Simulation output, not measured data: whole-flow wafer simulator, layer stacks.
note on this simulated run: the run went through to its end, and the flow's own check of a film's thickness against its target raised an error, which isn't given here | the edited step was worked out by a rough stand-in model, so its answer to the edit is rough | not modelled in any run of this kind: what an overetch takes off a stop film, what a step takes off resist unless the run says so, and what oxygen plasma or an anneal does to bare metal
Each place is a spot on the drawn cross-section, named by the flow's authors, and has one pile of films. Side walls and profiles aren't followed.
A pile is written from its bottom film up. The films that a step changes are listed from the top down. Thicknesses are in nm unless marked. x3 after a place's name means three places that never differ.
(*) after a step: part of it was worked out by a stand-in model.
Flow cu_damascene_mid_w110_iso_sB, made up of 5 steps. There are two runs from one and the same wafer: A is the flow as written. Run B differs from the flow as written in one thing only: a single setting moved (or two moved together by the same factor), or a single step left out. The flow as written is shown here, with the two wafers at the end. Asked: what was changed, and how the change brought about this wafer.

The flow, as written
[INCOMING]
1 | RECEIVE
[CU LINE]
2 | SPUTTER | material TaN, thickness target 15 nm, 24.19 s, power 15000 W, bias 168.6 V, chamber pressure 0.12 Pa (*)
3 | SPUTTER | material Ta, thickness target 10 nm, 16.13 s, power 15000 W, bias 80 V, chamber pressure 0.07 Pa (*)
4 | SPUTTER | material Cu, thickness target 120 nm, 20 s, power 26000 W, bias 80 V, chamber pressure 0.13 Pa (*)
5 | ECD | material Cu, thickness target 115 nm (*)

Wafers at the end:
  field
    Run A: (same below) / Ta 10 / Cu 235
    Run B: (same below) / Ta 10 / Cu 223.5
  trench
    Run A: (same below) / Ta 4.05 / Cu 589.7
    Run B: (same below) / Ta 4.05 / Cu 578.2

The reason: step 5, ECD: thickness target 103.5 nm was run, while the flow as written has thickness target 115 nm.

The path from the change to this, step by step:
  5 | ECD | material Cu, thickness target 115 nm (*)
      field: A +115 Cu | B +103.5 Cu
      trench: A +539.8 Cu | B +528.3 Cu
